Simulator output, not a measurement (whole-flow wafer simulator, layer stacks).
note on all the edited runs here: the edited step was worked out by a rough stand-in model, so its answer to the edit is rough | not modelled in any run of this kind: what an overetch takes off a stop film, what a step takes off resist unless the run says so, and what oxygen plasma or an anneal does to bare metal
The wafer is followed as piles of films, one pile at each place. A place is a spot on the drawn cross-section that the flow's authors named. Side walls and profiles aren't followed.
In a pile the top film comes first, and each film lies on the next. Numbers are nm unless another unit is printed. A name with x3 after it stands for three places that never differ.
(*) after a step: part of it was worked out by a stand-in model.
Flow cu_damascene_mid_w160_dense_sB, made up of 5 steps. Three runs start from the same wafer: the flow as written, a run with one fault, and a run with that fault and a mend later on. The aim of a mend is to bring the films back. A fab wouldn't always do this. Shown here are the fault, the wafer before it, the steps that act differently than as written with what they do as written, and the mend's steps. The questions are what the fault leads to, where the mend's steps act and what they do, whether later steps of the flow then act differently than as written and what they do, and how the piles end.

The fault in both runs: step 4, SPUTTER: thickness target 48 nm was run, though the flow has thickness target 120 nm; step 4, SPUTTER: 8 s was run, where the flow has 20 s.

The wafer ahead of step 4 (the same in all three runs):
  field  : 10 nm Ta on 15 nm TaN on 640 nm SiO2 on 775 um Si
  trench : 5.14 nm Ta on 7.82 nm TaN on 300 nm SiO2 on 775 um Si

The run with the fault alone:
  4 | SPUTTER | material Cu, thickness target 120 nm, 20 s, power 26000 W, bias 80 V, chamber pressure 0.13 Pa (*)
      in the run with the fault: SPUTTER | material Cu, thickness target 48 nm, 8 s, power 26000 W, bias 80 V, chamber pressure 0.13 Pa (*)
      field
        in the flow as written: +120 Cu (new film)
        in the run with the fault: +48 Cu (new film)
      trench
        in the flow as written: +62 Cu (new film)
        in the run with the fault: +24.8 Cu (new film)
  Steps later in the flow that act otherwise than as written:
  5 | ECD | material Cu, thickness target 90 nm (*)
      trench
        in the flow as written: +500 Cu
        in the run with the fault: +465.2 Cu
  At field, trench, the piles at the end differ from the flow's by more than 2% or 0.5 nm, whichever is larger.
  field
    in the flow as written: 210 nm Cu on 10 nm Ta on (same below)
    in the run with the fault: 138 nm Cu on 10 nm Ta on (same below)
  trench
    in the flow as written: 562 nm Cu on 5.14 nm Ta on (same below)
    in the run with the fault: 490 nm Cu on 5.14 nm Ta on (same below)

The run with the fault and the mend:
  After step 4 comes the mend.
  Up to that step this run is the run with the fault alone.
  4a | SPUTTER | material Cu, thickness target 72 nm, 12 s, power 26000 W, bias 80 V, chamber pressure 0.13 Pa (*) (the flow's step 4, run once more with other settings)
      field
        +72 Cu
      trench
        +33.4 Cu
  None of the later steps of the flow differs from how it acts as written, at any place that is followed, by more than 2% or 0.5 nm, whichever is larger.
  The piles end the same as the flow's at every place that both follow.
